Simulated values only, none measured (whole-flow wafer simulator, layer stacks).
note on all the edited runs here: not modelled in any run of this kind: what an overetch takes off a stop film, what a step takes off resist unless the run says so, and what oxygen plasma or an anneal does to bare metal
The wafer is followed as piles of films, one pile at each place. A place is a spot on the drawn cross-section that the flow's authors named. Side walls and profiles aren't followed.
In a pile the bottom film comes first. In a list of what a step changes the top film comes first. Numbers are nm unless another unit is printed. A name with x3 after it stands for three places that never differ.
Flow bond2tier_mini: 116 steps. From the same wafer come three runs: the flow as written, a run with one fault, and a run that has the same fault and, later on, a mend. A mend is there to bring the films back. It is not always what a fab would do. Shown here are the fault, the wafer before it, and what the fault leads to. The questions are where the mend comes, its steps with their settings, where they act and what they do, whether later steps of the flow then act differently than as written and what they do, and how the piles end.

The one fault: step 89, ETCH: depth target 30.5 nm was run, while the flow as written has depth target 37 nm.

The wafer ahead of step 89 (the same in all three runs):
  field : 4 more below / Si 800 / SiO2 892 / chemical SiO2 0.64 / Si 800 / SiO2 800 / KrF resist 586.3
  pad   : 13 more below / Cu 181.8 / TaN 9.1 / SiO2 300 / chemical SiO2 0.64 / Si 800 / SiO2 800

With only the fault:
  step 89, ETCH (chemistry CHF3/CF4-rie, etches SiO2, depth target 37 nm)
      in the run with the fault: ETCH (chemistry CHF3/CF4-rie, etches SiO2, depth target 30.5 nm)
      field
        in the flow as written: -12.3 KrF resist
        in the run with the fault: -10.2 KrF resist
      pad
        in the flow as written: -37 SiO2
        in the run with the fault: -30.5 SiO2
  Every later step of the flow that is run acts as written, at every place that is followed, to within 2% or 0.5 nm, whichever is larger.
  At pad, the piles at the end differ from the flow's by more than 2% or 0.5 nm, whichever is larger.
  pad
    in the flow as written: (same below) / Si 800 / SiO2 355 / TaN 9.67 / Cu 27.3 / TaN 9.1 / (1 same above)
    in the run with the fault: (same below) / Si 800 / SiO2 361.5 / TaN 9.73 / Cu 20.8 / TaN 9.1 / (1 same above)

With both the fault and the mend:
  The mend stands after step 89.
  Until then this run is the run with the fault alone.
  step 89a, ETCH (chemistry CHF3/CF4-rie, etches SiO2, depth target 6.5 nm) (the flow's step 89 again, with other settings)
      field
        -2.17 KrF resist
      pad
        -6.5 SiO2
  Every later step of the flow that is run acts as written at every place that is followed.
  The piles end the same as the flow's at every place that both follow.
